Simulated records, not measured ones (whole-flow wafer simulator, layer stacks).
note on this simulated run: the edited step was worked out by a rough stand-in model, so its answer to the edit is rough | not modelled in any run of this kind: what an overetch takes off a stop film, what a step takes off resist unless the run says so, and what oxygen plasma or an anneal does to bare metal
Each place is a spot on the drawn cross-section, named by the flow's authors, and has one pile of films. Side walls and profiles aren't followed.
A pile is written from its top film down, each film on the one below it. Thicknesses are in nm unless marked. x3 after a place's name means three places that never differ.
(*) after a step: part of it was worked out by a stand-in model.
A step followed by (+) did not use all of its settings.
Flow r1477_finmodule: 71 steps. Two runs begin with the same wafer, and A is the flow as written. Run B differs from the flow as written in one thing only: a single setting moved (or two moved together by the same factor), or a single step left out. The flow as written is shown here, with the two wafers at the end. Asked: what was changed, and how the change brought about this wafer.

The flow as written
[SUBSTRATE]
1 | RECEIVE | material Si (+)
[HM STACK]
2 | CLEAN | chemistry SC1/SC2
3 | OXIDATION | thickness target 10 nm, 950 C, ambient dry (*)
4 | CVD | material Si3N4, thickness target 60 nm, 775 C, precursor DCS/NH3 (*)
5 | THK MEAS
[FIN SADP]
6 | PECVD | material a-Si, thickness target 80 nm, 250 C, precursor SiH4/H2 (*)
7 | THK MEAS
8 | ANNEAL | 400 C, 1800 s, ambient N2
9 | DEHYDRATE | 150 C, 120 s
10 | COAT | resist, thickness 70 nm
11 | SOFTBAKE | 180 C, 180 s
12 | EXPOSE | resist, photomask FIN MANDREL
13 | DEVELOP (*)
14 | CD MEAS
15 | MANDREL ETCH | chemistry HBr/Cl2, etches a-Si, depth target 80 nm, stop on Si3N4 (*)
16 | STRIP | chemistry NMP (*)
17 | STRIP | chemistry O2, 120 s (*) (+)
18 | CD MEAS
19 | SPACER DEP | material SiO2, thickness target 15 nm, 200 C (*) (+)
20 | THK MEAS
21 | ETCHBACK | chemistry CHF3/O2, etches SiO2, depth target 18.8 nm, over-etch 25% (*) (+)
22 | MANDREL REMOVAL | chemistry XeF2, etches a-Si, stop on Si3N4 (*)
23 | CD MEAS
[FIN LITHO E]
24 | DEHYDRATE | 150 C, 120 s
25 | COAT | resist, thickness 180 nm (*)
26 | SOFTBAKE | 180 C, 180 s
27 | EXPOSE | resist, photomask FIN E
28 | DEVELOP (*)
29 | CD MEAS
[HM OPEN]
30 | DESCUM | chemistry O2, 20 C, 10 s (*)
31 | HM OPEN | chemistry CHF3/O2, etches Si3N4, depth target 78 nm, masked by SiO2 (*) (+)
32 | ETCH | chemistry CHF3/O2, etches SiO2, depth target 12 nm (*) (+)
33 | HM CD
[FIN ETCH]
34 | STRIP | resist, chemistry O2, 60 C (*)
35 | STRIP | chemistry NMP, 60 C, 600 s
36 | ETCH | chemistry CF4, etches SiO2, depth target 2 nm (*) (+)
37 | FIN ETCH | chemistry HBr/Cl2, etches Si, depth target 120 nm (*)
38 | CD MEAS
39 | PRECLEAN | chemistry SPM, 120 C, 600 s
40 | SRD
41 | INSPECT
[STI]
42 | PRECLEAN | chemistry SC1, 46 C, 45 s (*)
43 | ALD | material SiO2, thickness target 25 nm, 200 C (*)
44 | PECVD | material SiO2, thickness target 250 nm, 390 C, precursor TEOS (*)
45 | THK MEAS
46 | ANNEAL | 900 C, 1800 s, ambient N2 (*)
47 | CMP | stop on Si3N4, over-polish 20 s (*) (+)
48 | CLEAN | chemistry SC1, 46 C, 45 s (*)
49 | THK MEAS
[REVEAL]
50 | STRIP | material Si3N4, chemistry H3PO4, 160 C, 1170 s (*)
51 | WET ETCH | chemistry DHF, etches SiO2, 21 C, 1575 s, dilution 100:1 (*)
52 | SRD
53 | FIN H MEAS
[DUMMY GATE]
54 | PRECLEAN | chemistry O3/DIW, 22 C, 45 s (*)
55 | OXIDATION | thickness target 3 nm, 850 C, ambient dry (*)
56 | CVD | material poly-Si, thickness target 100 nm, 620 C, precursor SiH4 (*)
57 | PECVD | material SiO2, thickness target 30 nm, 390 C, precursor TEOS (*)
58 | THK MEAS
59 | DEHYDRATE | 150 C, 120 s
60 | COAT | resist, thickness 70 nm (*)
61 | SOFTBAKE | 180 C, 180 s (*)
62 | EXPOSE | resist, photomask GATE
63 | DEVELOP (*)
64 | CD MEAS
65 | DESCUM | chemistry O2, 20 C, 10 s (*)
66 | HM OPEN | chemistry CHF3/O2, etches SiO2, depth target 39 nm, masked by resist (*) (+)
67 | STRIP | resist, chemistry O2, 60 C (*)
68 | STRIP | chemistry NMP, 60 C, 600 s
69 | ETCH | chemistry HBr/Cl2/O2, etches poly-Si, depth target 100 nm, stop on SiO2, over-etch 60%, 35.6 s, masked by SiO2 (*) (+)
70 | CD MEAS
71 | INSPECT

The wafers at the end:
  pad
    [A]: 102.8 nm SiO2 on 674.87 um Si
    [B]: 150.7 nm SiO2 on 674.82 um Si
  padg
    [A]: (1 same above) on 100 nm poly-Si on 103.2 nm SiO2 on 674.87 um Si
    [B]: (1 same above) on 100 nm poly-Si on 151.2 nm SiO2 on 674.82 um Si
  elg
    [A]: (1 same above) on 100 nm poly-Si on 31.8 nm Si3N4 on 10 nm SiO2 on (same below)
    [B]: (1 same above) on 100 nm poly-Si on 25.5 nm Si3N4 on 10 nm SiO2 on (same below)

Cause: step 37, FIN ETCH: depth target 168 nm was run, though the flow has depth target 120 nm.

Step by step, how the change led to this:
  37 | FIN ETCH | chemistry HBr/Cl2, etches Si, depth target 120 nm (*)
      pad, padg, esg and 19 more: A Si loses 120 | B Si loses 168
      elg, e40lg, e100lg, e200lg, elo, e40lo, e100lo, e200lo: A Si3N4 loses 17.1 | B Si3N4 loses 24
      (also at 6 further places)
  43 | ALD | material SiO2, thickness target 25 nm, 200 C (*)
      s40cg, s45cg, s50cg, s40co, s45co, s50co: A SiO2 gains 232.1 (new film) | B SiO2 gains 276.4 (new film)
      esg: A SiO2 gains 194.3 (new film) | B SiO2 gains 235.4 (new film)
  47 | CMP | stop on Si3N4, over-polish 20 s (*) (+)
      pad, padg, e40sg and 11 more: A SiO2 loses 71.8 | B SiO2 loses 23.8
      elg, e40lg, e100lg, e200lg, elo, e40lo, e100lo, e200lo: A SiO2 loses 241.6 | B SiO2 loses 234.7
      (also at 2 further places)
  51 | WET ETCH | chemistry DHF, etches SiO2, 21 C, 1575 s, dilution 100:1 (*)
      elg, e40lg, e100lg, e200lg, elo, e40lo, e100lo, e200lo: A SiO2 loses 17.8 (all of it), Si3N4 loses 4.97 | B SiO2 loses 24.7 (all of it), Si3N4 loses 4.41
  56 | CVD | material poly-Si, thickness target 100 nm, 620 C, precursor SiH4 (*)
      esg: A poly-Si gains 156 (new film) | B poly-Si gains 149.8 (new film)
  60 | COAT | resist, thickness 70 nm (*)
      e40sg, eso, e40so: A resist gains 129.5 (new film) | B resist gains 123.5 (new film)
      e100sg, e100so: A resist gains 129.4 (new film) | B resist gains 123.5 (new film)
      (also at 2 further places)
  63 | DEVELOP (*)
      eso, e40so: A resist loses 129.5 (all of it) | B resist loses 123.5 (all of it)
      e100so: A resist loses 129.4 (all of it) | B resist loses 123.5 (all of it)
      (also at 1 further place)
  67 | STRIP | resist, chemistry O2, 60 C (*)
      e40sg: A resist loses 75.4 (all of it) | B resist loses 69.4 (all of it)
      e100sg: A resist loses 75.3 (all of it) | B resist loses 69.4 (all of it)
      (also at 1 further place)
